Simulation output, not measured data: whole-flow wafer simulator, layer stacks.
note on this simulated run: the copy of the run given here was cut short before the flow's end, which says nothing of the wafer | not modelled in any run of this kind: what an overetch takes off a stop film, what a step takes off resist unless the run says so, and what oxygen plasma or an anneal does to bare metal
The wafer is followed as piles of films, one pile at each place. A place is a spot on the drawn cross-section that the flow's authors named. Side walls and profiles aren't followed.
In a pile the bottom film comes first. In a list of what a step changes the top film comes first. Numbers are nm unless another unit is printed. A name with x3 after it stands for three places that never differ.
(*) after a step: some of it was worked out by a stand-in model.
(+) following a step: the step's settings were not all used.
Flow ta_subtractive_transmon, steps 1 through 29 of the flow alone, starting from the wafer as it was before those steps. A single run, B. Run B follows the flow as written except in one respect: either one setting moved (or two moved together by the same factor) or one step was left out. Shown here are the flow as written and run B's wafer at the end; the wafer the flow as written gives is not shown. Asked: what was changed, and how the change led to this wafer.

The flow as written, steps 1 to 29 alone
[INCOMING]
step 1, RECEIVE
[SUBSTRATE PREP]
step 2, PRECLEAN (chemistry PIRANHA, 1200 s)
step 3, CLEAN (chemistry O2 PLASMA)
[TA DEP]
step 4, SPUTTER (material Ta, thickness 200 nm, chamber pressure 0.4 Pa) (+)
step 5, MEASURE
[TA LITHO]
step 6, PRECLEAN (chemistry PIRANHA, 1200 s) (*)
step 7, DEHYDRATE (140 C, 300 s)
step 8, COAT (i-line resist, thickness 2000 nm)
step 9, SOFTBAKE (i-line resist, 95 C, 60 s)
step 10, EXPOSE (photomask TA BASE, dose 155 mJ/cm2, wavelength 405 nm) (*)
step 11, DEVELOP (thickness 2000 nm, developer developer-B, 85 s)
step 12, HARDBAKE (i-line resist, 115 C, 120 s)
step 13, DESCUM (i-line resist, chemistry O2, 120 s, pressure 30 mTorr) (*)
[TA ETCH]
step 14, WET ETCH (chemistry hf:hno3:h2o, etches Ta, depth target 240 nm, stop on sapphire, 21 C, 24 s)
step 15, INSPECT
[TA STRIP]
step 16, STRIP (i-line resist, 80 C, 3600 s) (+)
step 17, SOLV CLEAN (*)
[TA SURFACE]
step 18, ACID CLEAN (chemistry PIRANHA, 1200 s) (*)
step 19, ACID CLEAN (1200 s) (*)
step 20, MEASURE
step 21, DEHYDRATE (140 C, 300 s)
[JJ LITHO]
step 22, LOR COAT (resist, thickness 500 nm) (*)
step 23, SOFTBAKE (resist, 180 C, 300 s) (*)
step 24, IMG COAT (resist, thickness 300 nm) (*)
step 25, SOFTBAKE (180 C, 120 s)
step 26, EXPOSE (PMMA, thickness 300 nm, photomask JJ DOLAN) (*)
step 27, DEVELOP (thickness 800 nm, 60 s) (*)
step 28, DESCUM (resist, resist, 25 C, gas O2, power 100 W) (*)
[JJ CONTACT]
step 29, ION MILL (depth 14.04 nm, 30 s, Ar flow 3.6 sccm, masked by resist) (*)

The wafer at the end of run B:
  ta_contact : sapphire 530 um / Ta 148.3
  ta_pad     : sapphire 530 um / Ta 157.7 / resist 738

What caused this: step 4, SPUTTER: thickness 158 nm was run, whereas the flow has thickness 200 nm.

The path from the change to this, step by step:
  step 4, SPUTTER (material Ta, thickness 200 nm, chamber pressure 0.4 Pa) (+)
      field x2, jj_line, lead, ta_contact, ta_pad: Ta gains 158 (new film) (it would be, as written: Ta gains 200 (new film))
  step 14, WET ETCH (chemistry hf:hno3:h2o, etches Ta, depth target 240 nm, stop on sapphire, 21 C, 24 s)
      field x2, jj_line, lead: Ta loses 158 (all of it) (it would be, as written: Ta loses 200 (all of it))
  step 22, LOR COAT (resist, thickness 500 nm) (*)
      ta_contact: resist gains 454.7 (new film) (it would be, as written: resist gains 443.8 (new film))
